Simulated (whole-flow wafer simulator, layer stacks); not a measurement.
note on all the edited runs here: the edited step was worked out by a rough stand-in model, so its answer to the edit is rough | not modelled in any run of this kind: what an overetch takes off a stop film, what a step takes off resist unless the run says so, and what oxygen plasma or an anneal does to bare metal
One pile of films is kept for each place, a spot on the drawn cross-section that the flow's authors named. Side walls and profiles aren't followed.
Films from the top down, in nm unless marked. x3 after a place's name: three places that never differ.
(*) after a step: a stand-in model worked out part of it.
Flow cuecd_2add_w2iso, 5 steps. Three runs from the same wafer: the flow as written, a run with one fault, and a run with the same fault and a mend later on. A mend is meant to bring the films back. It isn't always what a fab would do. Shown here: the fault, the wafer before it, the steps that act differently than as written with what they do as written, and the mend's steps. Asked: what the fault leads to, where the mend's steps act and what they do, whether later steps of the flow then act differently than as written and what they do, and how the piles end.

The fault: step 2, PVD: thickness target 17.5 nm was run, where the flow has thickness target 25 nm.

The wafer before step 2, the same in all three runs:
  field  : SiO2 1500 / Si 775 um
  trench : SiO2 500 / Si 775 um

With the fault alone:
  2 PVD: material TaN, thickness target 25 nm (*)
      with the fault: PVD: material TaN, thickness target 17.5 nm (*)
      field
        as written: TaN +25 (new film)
        with the fault: TaN +17.5 (new film)
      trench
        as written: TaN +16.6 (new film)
        with the fault: TaN +11.6 (new film)
  No later step of the flow acts differently than as written, at any place that is followed, by more than 2% or 0.5 nm, whichever is larger.
  At the end the piles differ from the flow's by more than 2% or 0.5 nm, whichever is larger, at field, trench.
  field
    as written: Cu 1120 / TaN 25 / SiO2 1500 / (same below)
    with the fault: Cu 1120 / TaN 17.5 / SiO2 1500 / (same below)
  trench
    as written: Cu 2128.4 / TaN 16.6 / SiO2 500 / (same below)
    with the fault: Cu 2125.9 / TaN 11.6 / SiO2 500 / (same below)

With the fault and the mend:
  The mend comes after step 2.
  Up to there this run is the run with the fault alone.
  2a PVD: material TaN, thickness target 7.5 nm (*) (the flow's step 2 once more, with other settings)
      field
        TaN +7.5
      trench
        TaN +4.95
  No later step of the flow acts differently than as written at any place that is followed.
  At the end the piles are the same as the flow's at every place that both follow.
